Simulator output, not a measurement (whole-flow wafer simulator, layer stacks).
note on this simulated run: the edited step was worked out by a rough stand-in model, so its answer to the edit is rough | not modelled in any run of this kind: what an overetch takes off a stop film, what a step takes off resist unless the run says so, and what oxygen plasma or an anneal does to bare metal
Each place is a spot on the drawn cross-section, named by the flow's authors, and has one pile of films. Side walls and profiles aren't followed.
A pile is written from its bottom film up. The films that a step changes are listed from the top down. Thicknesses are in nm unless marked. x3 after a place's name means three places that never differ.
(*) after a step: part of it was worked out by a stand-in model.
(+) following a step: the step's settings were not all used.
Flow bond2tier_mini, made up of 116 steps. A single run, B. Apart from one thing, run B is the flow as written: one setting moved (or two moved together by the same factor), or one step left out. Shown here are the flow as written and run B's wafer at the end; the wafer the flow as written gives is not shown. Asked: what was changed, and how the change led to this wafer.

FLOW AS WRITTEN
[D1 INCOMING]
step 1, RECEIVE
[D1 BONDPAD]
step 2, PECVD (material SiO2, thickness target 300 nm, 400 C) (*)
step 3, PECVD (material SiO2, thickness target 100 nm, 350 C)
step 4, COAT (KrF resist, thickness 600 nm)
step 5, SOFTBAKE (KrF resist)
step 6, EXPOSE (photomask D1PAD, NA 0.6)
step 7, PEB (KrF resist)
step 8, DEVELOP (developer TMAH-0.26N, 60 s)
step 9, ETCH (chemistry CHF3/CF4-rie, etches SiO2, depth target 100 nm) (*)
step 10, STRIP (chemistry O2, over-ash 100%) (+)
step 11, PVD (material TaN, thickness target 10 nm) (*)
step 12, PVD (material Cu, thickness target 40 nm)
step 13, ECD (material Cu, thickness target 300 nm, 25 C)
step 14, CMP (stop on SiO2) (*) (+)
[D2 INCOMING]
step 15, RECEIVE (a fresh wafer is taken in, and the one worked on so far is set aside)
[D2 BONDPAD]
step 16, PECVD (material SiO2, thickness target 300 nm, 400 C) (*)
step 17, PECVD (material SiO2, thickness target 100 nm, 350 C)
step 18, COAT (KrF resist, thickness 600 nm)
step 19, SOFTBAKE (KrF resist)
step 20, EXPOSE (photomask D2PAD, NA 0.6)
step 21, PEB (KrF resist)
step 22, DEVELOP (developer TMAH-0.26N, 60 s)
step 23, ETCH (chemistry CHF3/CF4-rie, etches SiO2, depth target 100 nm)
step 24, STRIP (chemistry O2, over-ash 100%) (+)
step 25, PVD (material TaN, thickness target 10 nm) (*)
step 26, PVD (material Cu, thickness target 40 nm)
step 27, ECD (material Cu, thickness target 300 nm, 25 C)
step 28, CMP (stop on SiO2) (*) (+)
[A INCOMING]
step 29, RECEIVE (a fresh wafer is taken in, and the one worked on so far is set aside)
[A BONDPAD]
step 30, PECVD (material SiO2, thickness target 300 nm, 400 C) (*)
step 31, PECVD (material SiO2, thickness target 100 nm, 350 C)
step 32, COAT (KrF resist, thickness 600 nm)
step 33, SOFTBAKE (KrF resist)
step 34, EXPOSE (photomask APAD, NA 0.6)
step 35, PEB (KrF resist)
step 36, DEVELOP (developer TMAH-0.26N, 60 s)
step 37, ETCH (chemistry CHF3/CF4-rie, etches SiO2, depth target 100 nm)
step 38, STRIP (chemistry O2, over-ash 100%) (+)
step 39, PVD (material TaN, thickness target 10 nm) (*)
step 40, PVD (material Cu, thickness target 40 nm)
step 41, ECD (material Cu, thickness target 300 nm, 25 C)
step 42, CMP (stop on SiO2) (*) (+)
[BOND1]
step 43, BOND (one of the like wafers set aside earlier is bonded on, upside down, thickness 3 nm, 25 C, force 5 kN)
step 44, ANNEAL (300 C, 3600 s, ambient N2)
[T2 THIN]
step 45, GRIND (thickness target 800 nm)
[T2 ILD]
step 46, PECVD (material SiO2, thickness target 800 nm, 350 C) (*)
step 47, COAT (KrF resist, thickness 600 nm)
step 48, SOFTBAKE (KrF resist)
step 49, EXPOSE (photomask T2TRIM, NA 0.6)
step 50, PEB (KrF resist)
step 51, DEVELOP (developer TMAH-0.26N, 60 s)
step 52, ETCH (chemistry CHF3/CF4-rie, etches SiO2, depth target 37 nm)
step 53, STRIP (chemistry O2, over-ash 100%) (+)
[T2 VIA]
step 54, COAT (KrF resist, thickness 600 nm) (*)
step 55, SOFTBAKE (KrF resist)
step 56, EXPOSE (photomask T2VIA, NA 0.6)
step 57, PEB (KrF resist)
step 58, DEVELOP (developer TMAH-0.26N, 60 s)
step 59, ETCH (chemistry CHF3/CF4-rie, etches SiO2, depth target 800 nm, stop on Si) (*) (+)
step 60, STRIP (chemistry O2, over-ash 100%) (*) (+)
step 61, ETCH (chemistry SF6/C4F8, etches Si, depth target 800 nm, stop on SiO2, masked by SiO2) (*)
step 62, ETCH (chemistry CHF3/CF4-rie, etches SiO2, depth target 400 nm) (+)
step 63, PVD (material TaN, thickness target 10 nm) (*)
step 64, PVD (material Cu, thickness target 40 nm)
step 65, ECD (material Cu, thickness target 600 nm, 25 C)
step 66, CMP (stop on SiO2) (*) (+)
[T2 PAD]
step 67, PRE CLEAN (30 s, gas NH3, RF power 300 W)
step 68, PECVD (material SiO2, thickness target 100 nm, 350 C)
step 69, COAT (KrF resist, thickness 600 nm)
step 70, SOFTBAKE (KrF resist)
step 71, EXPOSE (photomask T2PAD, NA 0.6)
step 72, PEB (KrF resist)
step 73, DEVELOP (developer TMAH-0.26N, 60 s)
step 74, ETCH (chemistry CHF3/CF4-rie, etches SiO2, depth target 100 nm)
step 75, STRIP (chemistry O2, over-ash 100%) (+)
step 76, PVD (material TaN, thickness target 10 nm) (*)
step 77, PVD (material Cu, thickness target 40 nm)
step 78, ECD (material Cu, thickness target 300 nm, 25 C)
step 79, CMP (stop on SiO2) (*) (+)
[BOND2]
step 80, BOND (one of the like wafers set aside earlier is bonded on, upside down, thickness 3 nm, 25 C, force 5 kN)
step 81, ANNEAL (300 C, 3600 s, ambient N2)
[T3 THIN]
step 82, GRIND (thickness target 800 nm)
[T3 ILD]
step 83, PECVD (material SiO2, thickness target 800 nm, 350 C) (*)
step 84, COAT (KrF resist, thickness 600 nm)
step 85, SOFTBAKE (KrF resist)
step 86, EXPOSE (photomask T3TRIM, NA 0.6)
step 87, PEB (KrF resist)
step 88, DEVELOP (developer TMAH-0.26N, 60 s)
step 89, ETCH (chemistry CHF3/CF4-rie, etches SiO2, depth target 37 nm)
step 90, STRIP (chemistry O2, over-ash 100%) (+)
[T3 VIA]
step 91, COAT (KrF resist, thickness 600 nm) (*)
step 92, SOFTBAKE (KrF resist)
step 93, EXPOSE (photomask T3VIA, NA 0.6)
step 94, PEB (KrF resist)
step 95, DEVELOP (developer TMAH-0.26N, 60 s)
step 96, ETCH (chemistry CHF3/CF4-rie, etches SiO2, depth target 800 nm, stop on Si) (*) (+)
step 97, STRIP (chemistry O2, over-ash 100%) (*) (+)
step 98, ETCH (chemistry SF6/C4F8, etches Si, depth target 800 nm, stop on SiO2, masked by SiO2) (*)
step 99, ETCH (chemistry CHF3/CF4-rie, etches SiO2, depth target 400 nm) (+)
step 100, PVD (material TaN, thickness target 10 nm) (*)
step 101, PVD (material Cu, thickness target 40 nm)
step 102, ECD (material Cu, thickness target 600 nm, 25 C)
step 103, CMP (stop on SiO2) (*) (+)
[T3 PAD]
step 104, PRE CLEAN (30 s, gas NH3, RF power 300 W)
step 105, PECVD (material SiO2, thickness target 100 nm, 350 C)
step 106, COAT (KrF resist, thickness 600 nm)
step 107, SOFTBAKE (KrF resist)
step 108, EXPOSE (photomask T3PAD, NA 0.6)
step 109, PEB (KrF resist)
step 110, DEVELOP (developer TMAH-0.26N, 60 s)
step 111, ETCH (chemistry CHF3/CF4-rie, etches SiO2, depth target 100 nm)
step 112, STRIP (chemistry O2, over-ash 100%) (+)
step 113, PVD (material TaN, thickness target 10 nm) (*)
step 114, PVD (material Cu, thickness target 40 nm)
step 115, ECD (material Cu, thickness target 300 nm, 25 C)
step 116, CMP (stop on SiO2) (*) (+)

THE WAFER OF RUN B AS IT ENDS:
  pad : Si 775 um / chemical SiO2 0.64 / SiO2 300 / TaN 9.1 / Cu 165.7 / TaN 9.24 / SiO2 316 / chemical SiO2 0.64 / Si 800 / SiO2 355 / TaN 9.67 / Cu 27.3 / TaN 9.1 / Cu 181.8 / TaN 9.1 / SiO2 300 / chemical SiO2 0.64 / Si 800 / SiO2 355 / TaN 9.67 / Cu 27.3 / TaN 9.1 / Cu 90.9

What caused this: step 9, ETCH: depth target 84 nm was run, though the flow has depth target 100 nm.

The path from the change to this, step by step:
  step 9, ETCH (chemistry CHF3/CF4-rie, etches SiO2, depth target 100 nm) (*)
      pad, via: SiO2 loses 84 (as written it would have been: SiO2 loses 100)
      field: KrF resist loses 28 (as written it would have been: KrF resist loses 33.3)
  step 13, ECD (material Cu, thickness target 300 nm, 25 C)
      pad: Cu gains 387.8 (as written it would have been: Cu gains 404.5)
      via: Cu gains 384.1 (as written it would have been: Cu gains 400.2)
  step 43, BOND (one of the like wafers set aside earlier is bonded on, upside down, thickness 3 nm, 25 C, force 5 kN)
      pad: Si gains 775 um (new film), chemical SiO2 gains 0.64 (new film), SiO2 gains 316 (new film), TaN gains 9.24 (new film), Cu gains 74.8 (as written it would have been: Si gains 775 um (new film), chemical SiO2 gains 0.64 (new film), SiO2 gains 300 (new film), TaN gains 9.1 (new film), Cu gains 90.9)
      via: Si gains 775 um (new film), chemical SiO2 gains 0.64 (new film), SiO2 gains 316 (new film), TaN gains 9.98 (new film), Cu gains 74 (as written it would have been: Si gains 775 um (new film), chemical SiO2 gains 0.64 (new film), SiO2 gains 300 (new film), TaN gains 9.97 (new film), Cu gains 90)
